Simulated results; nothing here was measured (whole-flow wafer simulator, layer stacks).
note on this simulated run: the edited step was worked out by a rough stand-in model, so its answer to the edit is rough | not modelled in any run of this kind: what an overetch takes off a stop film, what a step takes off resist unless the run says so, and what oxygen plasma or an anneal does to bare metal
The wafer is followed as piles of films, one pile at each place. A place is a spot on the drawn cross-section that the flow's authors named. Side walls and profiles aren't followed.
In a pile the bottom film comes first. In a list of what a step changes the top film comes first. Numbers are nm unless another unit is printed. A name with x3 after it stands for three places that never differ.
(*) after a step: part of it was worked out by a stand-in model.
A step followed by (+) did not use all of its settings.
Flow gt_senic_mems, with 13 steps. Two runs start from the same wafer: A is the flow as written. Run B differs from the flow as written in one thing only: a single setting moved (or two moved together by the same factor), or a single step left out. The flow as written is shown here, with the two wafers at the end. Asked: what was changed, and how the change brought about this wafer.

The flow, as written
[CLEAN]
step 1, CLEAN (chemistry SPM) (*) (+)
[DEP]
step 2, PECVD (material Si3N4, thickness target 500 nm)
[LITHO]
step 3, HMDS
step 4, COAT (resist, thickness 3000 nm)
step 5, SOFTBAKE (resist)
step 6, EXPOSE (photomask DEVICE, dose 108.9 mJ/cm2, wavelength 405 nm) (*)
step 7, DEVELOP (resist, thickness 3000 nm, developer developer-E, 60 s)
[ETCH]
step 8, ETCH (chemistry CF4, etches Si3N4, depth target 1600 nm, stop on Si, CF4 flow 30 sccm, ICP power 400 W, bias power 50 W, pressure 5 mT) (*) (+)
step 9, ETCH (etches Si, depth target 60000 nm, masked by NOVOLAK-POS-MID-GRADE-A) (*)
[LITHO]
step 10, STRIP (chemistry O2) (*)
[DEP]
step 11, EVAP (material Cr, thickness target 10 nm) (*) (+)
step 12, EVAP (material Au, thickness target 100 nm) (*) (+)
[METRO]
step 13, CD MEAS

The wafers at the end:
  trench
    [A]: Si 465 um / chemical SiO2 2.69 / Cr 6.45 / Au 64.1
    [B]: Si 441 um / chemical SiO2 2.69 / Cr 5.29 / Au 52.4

Cause: step 9, ETCH: depth target 84000 nm was run, though the flow has depth target 60000 nm.

Step by step, how the change led to this:
  step 9, ETCH (etches Si, depth target 60000 nm, masked by NOVOLAK-POS-MID-GRADE-A) (*)
      field: A resist loses 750 | B resist loses 1050
      trench: A Si loses 60 um | B Si loses 84 um
  step 10, STRIP (chemistry O2) (*)
      field: A resist loses 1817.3 (all of it) | B resist loses 1517.3 (all of it)
  step 11, EVAP (material Cr, thickness target 10 nm) (*) (+)
      trench: A Cr gains 6.45 (new film) | B Cr gains 5.29 (new film)
  step 12, EVAP (material Au, thickness target 100 nm) (*) (+)
      trench: A Au gains 64.1 (new film) | B Au gains 52.4 (new film)
